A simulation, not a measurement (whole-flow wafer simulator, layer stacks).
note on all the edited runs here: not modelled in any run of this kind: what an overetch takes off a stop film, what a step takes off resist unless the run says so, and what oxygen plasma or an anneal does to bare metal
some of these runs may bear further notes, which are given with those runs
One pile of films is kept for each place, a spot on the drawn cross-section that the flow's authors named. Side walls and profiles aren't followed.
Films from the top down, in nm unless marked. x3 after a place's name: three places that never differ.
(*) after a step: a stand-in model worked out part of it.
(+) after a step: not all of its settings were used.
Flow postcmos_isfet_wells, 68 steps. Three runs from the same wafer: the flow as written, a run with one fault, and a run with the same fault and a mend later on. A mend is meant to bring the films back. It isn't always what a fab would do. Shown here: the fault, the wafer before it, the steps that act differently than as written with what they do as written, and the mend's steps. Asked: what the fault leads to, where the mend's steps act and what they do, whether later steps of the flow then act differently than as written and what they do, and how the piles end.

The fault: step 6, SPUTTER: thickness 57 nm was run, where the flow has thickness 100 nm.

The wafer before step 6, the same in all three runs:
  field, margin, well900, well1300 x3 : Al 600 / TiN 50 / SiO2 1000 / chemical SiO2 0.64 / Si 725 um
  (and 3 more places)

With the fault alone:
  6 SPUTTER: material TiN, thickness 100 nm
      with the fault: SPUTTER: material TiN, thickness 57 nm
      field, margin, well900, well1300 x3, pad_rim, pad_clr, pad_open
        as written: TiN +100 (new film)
        with the fault: TiN +57 (new film)
  Later steps of the flow that act differently than as written (1 more step differs only slightly, by at most 2% or 0.5 nm, whichever is larger, and isn't shown):
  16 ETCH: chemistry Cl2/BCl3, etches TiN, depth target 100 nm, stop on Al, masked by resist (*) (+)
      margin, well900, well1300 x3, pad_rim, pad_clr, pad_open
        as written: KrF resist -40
        with the fault: KrF resist -34.2
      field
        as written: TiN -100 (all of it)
        with the fault: TiN -57 (all of it)
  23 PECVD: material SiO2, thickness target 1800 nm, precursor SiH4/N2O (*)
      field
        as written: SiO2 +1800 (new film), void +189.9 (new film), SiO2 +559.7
        with the fault: SiO2 +1800 (new film), void +157.9 (new film), SiO2 +548.7
  At the end the piles differ from the flow's by more than 2% or 0.5 nm, whichever is larger, at field, margin, well900, well1300 x3, pad_rim, pad_clr, pad_open.
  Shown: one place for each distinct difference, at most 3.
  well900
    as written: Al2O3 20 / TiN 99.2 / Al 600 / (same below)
    with the fault: Al2O3 20 / TiN 56.2 / Al 600 / (same below)
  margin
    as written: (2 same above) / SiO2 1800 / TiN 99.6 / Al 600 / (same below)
    with the fault: (2 same above) / SiO2 1800 / TiN 56.6 / Al 600 / (same below)
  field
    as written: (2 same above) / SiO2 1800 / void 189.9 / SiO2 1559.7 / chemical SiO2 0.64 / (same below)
    with the fault: (2 same above) / SiO2 1800 / void 157.9 / SiO2 1548.7 / chemical SiO2 0.64 / (same below)

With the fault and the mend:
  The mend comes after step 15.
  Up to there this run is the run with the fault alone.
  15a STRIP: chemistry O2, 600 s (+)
      margin, well900, well1300 x3, pad_rim, pad_clr, pad_open
        KrF resist -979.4 (all of it)
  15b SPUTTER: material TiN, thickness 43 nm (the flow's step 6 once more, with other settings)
      field, margin, well900, well1300 x3, pad_rim, pad_clr, pad_open
        TiN +43
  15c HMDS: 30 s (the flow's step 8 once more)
      changes no film at any place that is followed
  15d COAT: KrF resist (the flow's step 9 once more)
      field, margin, well900, well1300 x3, pad_rim, pad_clr, pad_open
        KrF resist +1000 (new film)
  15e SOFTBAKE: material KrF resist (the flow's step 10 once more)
      changes no film at any place that is followed
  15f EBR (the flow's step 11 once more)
      changes no film at any place that is followed
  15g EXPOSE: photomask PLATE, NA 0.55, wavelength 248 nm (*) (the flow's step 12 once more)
      changes no film at any place that is followed
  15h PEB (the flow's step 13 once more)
      field, margin, well900, well1300 x3, pad_rim, pad_clr, pad_open
        KrF resist -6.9
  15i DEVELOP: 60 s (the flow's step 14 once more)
      margin, well900, well1300 x3, pad_rim, pad_clr, pad_open
        KrF resist -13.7
      field
        KrF resist -993.1 (all of it)
  No later step of the flow acts differently than as written at any place that is followed.
  At the end the piles are the same as the flow's at every place that both follow.
